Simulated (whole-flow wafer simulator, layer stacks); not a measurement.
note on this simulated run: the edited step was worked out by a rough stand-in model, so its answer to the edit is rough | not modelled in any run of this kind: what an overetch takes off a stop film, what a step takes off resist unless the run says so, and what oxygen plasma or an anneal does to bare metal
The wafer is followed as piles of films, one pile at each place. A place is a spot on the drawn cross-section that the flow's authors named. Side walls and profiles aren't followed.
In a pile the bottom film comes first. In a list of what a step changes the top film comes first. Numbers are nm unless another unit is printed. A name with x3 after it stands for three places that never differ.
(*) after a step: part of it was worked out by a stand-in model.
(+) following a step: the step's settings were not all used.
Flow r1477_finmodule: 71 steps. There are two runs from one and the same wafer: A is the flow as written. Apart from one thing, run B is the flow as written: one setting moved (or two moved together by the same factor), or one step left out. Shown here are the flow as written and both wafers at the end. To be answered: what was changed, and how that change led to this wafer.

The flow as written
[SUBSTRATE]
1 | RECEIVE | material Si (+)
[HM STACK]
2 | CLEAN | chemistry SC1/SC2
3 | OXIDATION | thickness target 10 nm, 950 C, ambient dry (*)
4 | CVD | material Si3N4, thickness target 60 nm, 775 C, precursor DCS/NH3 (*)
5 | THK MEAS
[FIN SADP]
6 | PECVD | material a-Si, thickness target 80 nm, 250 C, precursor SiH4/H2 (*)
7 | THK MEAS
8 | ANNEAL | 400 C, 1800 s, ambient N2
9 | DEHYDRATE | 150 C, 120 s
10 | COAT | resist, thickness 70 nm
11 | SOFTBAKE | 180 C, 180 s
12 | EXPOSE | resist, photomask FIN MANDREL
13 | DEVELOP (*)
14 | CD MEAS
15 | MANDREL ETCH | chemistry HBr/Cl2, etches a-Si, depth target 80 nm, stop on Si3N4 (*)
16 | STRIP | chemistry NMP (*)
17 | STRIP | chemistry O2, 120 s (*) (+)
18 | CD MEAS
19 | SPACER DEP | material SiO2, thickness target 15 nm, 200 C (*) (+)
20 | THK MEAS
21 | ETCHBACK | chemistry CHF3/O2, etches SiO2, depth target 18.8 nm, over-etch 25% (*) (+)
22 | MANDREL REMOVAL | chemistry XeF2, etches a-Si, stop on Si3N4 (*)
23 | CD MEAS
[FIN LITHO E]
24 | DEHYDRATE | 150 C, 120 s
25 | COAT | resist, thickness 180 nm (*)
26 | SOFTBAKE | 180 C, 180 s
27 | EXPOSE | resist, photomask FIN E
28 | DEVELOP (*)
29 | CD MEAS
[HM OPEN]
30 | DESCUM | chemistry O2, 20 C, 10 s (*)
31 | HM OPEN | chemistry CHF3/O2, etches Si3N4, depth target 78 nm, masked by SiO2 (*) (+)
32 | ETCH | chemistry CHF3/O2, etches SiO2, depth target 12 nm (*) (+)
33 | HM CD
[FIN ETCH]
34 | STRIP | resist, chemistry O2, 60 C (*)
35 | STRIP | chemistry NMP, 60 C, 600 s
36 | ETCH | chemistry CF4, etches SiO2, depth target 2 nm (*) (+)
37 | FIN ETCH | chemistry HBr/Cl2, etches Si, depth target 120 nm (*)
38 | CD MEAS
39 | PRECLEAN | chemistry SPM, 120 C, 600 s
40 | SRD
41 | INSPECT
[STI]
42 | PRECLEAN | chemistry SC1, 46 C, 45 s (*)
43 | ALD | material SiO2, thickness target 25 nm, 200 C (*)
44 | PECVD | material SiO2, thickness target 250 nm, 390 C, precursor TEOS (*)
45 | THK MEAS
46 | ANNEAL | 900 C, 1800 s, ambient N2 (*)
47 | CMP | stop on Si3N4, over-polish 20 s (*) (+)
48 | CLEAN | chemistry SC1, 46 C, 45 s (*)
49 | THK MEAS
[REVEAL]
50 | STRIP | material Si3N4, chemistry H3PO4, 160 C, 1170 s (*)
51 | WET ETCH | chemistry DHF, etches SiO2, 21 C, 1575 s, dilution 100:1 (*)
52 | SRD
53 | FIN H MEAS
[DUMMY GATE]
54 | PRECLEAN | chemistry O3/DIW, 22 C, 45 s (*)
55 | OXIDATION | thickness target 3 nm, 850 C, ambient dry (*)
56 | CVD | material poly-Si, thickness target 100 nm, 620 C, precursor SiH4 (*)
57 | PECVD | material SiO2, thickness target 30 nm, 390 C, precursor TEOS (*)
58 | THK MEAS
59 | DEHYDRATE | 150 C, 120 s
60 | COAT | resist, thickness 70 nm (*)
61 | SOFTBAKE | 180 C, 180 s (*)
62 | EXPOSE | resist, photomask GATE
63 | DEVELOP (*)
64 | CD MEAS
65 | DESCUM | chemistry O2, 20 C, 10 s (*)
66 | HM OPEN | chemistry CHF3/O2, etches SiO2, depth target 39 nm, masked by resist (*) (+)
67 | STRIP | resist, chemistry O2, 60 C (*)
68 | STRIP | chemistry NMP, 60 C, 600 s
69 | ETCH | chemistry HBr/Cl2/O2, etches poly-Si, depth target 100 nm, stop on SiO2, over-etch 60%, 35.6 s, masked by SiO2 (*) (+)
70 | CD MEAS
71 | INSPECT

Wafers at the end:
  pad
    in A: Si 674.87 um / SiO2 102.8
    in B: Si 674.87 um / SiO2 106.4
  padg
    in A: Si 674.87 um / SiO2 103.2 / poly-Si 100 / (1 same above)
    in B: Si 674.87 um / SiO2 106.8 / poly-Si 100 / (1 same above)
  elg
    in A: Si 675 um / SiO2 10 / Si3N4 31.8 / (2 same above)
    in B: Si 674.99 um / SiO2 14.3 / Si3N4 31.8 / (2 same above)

Cause: step 3, OXIDATION: thickness target 14.3 nm was run, whereas the flow has thickness target 10 nm.
The wafer itself shows it: elg has SiO2 14.3, and step 3 as written asks for 10 nm.

Step by step, how the change led to this:
  3 | OXIDATION | thickness target 10 nm, 950 C, ambient dry (*)
      pad, padg, elg and 33 more: A SiO2 gains 10 (new film), chemical SiO2 loses 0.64 (all of it), Si loses 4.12 | B SiO2 gains 14.3 (new film), chemical SiO2 loses 0.64 (all of it), Si loses 6.01
  31 | HM OPEN | chemistry CHF3/O2, etches Si3N4, depth target 78 nm, masked by SiO2 (*) (+)
      pad, padg, esg and 13 more: A Si3N4 loses 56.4 (all of it), SiO2 loses 10 (all of it) | B Si3N4 loses 56.4 (all of it), SiO2 loses 10.8
  32 | ETCH | chemistry CHF3/O2, etches SiO2, depth target 12 nm (*) (+)
      pad, padg, e40sg and 11 more: A Si loses 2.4 | B SiO2 loses 3.49 (all of it), Si loses 1.7
      esg, eso: A Si loses 1.77 | B SiO2 loses 3.49 (all of it), Si loses 1.7
      (and at 6 other places as well)
  43 | ALD | material SiO2, thickness target 25 nm, 200 C (*)
      esg: A SiO2 gains 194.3 (new film) | B SiO2 gains 198.5 (new film)
  47 | CMP | stop on Si3N4, over-polish 20 s (*) (+)
      pad, padg, e40sg and 11 more: A SiO2 loses 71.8 | B SiO2 loses 68.2
      eso: A SiO2 loses 72.4 | B SiO2 loses 68.2
  51 | WET ETCH | chemistry DHF, etches SiO2, 21 C, 1575 s, dilution 100:1 (*)
      s40sg_line, s45sg_line, s50sg_line, s40so_line, s45so_line, s50so_line: A SiO2 loses 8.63 (all of it) | B SiO2 loses 12.9 (all of it)
  56 | CVD | material poly-Si, thickness target 100 nm, 620 C, precursor SiH4 (*)
      s40cg, s40co: A poly-Si gains 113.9 (new film) | B poly-Si gains 109.6 (new film)
      s45cg, s45co: A poly-Si gains 113.4 (new film) | B poly-Si gains 109.1 (new film)
      (and at 2 other places as well)
  60 | COAT | resist, thickness 70 nm (*)
      s40sg, s40so: A resist gains 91 (new film) | B resist gains 86.9 (new film)
      s45sg, s45so: A resist gains 91 (new film) | B resist gains 86.8 (new film)
      (and at 2 other places as well)
  63 | DEVELOP (*)
      s40so: A resist loses 91 (all of it) | B resist loses 86.9 (all of it)
      s45so: A resist loses 91 (all of it) | B resist loses 86.8 (all of it)
      (and at 1 other place as well)
  67 | STRIP | resist, chemistry O2, 60 C (*)
      s40sg: A resist loses 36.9 (all of it) | B resist loses 32.8 (all of it)
      s45sg: A resist loses 36.9 (all of it) | B resist loses 32.7 (all of it)
      (and at 1 other place as well)
  69 | ETCH | chemistry HBr/Cl2/O2, etches poly-Si, depth target 100 nm, stop on SiO2, over-etch 60%, 35.6 s, masked by SiO2 (*) (+)
      s40co: A chemical SiO2 loses 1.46 (all of it), poly-Si loses 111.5 (all of it), SiO2 loses 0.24 | B chemical SiO2 loses 1.46 (all of it), poly-Si loses 107.2 (all of it), SiO2 loses 0.26
      s45co: A chemical SiO2 loses 1.46 (all of it), poly-Si loses 110.9 (all of it), SiO2 loses 0.25 | B chemical SiO2 loses 1.46 (all of it), poly-Si loses 106.6 (all of it), SiO2 loses 0.27
      (and at 1 other place as well)
